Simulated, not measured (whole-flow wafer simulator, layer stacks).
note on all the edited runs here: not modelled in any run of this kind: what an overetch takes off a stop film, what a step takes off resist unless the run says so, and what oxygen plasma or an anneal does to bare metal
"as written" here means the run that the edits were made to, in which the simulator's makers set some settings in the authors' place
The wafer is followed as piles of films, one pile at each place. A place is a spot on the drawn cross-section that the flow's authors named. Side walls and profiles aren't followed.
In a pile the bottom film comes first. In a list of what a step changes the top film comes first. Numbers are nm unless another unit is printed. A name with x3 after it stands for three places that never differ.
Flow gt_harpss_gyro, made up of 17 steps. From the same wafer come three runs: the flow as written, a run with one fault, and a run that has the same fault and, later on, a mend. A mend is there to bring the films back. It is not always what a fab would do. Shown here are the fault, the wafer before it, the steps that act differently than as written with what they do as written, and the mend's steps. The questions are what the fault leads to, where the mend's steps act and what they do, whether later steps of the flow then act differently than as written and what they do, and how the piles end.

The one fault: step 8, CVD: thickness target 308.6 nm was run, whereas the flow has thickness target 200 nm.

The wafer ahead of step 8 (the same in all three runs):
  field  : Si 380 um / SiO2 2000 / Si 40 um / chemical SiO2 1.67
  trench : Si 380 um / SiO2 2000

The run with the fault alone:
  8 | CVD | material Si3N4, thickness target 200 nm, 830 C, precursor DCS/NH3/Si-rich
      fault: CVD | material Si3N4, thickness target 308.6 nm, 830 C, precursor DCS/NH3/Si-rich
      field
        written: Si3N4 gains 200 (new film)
        fault: Si3N4 gains 308.6 (new film)
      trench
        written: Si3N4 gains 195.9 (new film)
        fault: Si3N4 gains 301.6 (new film)
  None of the later steps of the flow acts differently than as written at any place that is followed.
  The piles end different from the flow's at field, trench by more than 2% or 0.5 nm, whichever is larger.
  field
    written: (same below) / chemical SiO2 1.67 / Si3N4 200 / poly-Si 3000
    fault: (same below) / chemical SiO2 1.67 / Si3N4 308.6 / poly-Si 3000
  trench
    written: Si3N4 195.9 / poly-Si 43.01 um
    fault: Si3N4 301.6 / poly-Si 43.01 um

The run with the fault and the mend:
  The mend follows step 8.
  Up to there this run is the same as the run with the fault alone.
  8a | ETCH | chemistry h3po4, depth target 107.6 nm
      field, trench
        Si3N4 loses 107.6
  None of the later steps of the flow acts differently than as written at any place that is followed.
  When the end is reached, the piles differ only a little from the flow's at the places that both follow, at most by 2% or 0.5 nm, whichever is larger.
